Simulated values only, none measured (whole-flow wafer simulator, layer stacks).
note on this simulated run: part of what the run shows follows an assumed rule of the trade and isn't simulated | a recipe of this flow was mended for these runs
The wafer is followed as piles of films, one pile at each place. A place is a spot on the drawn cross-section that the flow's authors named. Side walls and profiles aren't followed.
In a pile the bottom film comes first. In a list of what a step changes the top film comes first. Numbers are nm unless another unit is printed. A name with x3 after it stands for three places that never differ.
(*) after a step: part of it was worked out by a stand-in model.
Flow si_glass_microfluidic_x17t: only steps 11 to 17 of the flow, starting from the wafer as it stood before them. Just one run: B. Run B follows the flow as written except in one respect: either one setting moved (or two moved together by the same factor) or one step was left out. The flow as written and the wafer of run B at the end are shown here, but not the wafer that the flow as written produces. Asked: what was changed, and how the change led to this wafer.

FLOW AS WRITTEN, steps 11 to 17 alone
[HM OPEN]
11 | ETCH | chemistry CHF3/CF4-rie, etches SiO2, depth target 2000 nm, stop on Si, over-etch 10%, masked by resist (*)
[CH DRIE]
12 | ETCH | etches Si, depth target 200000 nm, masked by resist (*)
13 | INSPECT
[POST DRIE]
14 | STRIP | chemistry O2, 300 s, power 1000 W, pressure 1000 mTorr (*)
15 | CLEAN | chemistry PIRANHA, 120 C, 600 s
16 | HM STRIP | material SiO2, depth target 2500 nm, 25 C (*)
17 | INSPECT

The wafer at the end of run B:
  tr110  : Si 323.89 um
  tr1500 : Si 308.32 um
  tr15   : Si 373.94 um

The reason: step 11, ETCH: depth target 2900 nm was run, while the flow as written has depth target 2000 nm.

How this came from the change, step by step:
  11 | ETCH | chemistry CHF3/CF4-rie, etches SiO2, depth target 2000 nm, stop on Si, over-etch 10%, masked by resist (*)
      tr110, tr1500, tr15: SiO2 loses 2000 (all of it), Si loses 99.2 (it would be, as written: SiO2 loses 2000 (all of it), Si loses 16.7)
      land: thick-i-line-resist loses 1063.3 (it would be, as written: thick-i-line-resist loses 733.3)
  12 | ETCH | etches Si, depth target 200000 nm, masked by resist (*)
      tr1500: Si loses 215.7 um (it would be, as written: Si loses 215.73 um)
      tr15: Si loses 150.08 um (it would be, as written: Si loses 149.99 um)
  14 | STRIP | chemistry O2, 300 s, power 1000 W, pressure 1000 mTorr (*)
      land: thick-i-line-resist loses 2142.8 (all of it) (it would be, as written: thick-i-line-resist loses 2472.3 (all of it))
